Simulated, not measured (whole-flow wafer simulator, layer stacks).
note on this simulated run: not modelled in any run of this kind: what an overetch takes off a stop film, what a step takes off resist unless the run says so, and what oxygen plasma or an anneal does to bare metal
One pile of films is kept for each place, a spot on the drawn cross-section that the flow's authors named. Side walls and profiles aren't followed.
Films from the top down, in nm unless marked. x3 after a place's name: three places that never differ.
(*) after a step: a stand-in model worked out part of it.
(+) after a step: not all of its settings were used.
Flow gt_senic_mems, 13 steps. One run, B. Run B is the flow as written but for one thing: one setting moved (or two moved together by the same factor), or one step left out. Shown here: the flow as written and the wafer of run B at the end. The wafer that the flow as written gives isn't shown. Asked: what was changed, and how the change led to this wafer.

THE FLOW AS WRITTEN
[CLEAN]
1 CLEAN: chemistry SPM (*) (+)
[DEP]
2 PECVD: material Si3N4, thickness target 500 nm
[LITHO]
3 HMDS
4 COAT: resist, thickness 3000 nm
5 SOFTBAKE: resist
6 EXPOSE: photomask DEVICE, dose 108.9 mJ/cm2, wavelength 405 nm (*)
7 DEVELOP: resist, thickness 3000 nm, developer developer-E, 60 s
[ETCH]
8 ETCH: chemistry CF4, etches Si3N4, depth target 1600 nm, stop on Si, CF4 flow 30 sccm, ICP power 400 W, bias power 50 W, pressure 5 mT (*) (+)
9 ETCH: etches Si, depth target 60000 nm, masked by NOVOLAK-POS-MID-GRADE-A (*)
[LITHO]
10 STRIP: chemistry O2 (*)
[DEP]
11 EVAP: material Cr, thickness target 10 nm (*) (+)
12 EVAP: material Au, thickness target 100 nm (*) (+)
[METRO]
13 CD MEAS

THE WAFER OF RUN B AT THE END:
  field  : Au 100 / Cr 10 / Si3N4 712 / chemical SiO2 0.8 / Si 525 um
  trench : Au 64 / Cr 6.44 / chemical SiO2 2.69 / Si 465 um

The cause: step 2, PECVD: thickness target 712 nm was run, where the flow has thickness target 500 nm.
It can be read off the wafer: field has Si3N4 712, and step 2 as written asks for 500 nm.

How the change led to this, step by step:
  2 PECVD: material Si3N4, thickness target 500 nm
      field, trench: Si3N4 +712 (new film) (as written it would be: Si3N4 +500 (new film))
  8 ETCH: chemistry CF4, etches Si3N4, depth target 1600 nm, stop on Si, CF4 flow 30 sccm, ICP power 400 W, bias power 50 W, pressure 5 mT (*) (+)
      field: resist -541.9 (as written it would be: resist -400.5)
      trench: Si3N4 -712 (all of it), chemical SiO2 -0.8 (all of it) (as written it would be: Si3N4 -500 (all of it), chemical SiO2 -0.8 (all of it))
  10 STRIP: chemistry O2 (*)
      field: resist -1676 (all of it) (as written it would be: resist -1817.3 (all of it))
